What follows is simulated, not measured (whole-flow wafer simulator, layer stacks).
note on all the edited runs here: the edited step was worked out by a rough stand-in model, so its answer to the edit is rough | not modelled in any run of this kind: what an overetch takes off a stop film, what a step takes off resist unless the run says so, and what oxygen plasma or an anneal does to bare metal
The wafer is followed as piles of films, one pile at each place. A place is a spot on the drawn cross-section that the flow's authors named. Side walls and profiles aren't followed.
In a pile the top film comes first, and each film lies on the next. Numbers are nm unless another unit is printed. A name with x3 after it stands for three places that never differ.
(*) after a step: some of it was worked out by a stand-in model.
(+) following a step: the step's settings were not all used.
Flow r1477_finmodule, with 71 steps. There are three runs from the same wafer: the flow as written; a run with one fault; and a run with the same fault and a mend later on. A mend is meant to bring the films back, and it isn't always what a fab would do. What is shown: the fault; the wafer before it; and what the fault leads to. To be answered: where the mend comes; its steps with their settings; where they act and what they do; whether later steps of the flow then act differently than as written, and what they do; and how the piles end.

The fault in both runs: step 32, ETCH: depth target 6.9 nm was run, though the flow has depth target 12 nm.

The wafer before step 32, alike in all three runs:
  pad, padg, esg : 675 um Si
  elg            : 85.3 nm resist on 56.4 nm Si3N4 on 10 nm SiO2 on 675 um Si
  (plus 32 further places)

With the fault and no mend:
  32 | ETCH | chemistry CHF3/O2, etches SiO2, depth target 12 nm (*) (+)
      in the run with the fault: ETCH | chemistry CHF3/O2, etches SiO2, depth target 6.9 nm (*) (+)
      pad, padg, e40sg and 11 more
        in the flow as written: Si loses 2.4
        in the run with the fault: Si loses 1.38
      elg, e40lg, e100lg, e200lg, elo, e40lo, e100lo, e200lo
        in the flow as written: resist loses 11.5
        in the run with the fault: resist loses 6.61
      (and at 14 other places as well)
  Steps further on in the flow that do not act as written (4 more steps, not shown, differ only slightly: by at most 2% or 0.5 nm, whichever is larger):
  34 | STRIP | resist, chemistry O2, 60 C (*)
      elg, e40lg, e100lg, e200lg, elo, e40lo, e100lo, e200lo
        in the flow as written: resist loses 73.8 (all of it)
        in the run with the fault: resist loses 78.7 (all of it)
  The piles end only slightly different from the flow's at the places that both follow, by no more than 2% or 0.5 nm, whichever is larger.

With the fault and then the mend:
  The mend follows step 32.
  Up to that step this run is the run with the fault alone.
  32a | ETCH | chemistry CHF3/O2, etches SiO2, depth target 5.1 nm (*) (the flow's step 32, run once more with other settings)
      pad, padg, e40sg and 11 more
        Si loses 1.02
      elg, e40lg, e100lg, e200lg, elo, e40lo, e100lo, e200lo
        resist loses 4.89
      s40sg_line, s45sg_line, s50sg_line, s40so_line, s45so_line, s50so_line
        SiO2 loses 5.1
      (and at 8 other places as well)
  Every later step of the flow that is run acts as written, at every place that is followed, to within 2% or 0.5 nm, whichever is larger.
  The piles end only slightly different from the flow's at the places that both follow, by no more than 2% or 0.5 nm, whichever is larger.
